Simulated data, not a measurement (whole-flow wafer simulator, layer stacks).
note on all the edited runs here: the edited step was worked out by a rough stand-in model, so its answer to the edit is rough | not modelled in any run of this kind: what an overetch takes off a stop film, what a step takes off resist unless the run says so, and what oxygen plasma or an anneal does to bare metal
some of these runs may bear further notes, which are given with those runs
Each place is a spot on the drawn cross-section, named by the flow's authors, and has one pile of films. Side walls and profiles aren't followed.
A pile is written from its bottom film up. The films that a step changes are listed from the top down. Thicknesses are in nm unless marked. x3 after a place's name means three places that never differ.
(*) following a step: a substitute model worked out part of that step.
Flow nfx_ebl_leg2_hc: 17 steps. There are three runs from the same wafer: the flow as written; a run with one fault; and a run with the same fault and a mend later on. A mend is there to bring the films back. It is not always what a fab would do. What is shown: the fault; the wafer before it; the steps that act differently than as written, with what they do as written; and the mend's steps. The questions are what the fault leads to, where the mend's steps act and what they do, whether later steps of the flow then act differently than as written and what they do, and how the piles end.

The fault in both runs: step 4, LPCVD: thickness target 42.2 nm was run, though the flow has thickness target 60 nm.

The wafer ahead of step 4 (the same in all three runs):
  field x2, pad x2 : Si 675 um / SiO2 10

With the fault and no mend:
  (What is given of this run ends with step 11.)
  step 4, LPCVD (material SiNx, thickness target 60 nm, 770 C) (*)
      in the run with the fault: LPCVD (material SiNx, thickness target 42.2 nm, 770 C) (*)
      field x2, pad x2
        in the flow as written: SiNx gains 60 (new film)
        in the run with the fault: SiNx gains 42.2 (new film)
  None of the later steps of the flow up to step 11 acts differently than as written at any place that is followed.
  After step 11, at field x2, pad x2, the piles differ from the flow's by more than 2% or 0.5 nm, whichever is larger.
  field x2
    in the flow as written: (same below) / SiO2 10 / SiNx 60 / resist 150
    in the run with the fault: (same below) / SiO2 10 / SiNx 42.2 / resist 150
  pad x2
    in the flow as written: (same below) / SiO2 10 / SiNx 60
    in the run with the fault: (same below) / SiO2 10 / SiNx 42.2

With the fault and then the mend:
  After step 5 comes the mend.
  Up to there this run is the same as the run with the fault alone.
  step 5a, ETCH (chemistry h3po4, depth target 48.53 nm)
      field x2, pad x2
        SiNx loses 42.2 (all of it)
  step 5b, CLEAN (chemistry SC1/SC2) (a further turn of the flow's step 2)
      alters no film at any place that is followed
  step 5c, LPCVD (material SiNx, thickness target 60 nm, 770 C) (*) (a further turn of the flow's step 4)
      field x2, pad x2
        SiNx gains 60 (new film)
  None of the later steps of the flow acts differently than as written at any place that is followed.
  At every place that both follow, the piles at the end match the flow's.
